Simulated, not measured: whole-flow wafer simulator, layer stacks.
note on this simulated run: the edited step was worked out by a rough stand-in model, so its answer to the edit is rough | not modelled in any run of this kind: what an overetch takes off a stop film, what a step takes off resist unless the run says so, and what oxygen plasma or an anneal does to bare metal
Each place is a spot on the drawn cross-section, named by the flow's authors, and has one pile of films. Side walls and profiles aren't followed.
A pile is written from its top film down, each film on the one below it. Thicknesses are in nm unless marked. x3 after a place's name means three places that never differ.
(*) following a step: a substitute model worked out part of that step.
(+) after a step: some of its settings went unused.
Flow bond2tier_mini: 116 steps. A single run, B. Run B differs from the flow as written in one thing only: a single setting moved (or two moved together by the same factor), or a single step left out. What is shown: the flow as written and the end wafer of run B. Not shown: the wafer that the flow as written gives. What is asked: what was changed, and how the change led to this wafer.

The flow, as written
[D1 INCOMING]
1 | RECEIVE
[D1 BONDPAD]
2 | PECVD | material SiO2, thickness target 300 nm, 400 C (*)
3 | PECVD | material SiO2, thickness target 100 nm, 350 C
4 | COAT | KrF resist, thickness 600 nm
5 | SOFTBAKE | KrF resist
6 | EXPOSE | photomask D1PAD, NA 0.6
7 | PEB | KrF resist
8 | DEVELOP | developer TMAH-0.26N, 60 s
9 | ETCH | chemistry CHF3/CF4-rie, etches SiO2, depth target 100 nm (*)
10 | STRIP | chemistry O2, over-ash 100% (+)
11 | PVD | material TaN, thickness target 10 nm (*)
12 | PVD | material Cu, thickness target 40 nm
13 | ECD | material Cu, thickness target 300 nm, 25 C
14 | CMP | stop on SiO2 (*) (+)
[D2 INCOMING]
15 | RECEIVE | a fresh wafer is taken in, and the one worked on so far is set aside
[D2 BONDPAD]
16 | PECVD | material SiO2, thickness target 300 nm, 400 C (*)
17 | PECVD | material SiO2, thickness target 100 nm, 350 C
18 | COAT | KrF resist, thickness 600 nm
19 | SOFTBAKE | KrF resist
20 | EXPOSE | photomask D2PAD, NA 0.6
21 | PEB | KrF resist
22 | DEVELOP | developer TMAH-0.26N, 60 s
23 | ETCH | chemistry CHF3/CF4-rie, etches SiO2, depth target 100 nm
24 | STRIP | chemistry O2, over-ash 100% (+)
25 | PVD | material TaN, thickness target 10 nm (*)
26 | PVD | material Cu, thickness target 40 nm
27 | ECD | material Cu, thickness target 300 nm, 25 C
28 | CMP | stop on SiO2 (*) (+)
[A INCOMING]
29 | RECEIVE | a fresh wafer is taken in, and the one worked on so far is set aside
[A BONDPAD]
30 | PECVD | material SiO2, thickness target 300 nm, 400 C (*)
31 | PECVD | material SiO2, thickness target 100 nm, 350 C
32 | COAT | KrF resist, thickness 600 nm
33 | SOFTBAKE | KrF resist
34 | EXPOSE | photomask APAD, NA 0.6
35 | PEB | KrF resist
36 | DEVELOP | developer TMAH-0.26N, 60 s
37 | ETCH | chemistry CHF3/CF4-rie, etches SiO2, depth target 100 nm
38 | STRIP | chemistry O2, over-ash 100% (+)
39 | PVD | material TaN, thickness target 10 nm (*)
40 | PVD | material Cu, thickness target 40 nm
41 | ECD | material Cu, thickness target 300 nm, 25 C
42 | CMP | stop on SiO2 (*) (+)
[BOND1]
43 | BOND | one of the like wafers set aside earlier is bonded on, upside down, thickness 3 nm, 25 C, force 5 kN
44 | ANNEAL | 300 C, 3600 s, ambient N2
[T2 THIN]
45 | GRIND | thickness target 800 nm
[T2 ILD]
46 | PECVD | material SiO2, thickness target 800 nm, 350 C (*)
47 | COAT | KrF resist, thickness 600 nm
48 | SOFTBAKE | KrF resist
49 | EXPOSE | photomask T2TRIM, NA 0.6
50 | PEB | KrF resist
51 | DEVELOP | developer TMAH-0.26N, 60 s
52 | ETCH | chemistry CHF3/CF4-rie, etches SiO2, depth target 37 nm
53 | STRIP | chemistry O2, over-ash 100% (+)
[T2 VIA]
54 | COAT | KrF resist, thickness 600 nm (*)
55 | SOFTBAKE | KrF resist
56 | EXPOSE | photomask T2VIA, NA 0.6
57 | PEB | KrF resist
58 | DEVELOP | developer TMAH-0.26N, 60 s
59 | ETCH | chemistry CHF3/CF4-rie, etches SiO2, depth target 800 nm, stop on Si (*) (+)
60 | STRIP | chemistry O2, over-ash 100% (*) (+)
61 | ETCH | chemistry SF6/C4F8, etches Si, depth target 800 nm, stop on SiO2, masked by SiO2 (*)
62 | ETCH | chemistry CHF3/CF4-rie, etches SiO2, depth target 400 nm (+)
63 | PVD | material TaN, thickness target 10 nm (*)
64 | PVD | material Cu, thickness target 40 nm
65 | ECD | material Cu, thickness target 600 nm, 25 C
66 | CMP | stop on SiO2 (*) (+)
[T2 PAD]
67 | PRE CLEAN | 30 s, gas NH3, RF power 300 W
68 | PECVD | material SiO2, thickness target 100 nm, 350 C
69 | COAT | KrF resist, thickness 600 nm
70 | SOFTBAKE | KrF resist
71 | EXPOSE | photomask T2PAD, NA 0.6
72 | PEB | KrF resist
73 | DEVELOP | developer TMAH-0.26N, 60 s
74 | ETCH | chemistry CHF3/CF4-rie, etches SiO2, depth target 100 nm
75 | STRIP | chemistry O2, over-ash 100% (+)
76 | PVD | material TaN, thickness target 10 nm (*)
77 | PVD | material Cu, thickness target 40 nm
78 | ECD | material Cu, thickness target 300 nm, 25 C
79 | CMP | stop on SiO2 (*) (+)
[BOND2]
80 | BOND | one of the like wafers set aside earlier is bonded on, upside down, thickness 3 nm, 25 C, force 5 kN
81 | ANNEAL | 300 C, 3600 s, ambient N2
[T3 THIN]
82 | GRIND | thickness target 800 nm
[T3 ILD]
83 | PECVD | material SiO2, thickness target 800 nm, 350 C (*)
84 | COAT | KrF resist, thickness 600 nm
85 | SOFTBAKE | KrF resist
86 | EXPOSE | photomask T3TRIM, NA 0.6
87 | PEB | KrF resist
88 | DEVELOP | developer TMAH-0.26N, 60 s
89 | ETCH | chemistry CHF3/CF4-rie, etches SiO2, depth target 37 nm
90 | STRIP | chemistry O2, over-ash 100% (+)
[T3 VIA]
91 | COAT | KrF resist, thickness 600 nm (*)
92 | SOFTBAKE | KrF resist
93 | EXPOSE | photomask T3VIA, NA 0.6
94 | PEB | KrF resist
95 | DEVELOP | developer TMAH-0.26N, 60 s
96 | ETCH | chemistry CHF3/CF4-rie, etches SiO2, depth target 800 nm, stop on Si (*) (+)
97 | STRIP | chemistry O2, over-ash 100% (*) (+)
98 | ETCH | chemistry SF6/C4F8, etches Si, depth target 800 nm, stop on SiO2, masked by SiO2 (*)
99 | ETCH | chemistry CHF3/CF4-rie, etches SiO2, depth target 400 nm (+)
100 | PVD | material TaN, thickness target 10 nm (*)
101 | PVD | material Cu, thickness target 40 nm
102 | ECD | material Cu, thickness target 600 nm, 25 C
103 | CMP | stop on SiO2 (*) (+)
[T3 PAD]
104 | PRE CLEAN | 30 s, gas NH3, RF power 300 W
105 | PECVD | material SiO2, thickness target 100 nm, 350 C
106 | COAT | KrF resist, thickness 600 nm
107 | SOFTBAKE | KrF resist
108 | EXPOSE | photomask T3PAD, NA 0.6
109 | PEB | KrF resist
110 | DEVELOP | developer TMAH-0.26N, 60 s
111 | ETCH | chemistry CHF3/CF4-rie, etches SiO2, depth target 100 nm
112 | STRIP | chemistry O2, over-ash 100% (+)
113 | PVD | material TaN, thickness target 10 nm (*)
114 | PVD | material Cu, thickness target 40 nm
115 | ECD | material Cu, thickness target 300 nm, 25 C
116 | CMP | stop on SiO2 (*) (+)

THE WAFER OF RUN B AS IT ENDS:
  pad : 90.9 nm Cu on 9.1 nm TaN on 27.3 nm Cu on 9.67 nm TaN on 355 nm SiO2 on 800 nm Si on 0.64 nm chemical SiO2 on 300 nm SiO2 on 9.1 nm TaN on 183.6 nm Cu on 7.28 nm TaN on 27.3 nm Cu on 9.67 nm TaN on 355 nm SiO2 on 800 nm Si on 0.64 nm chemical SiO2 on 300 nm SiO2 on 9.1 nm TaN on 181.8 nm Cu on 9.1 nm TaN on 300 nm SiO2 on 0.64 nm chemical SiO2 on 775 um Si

Cause: step 76, PVD: thickness target 8 nm was run, whereas the flow has thickness target 10 nm.

The path from the change to this, step by step:
  76 | PVD | material TaN, thickness target 10 nm (*)
      field: +8 TaN (new film) (it would be, as written: +10 TaN (new film))
      pad: +7.28 TaN (new film) (it would be, as written: +9.1 TaN (new film))
  79 | CMP | stop on SiO2 (*) (+)
      field: -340 Cu (all of it), -8 TaN (all of it) (it would be, as written: -340 Cu (all of it), -10 TaN (all of it))
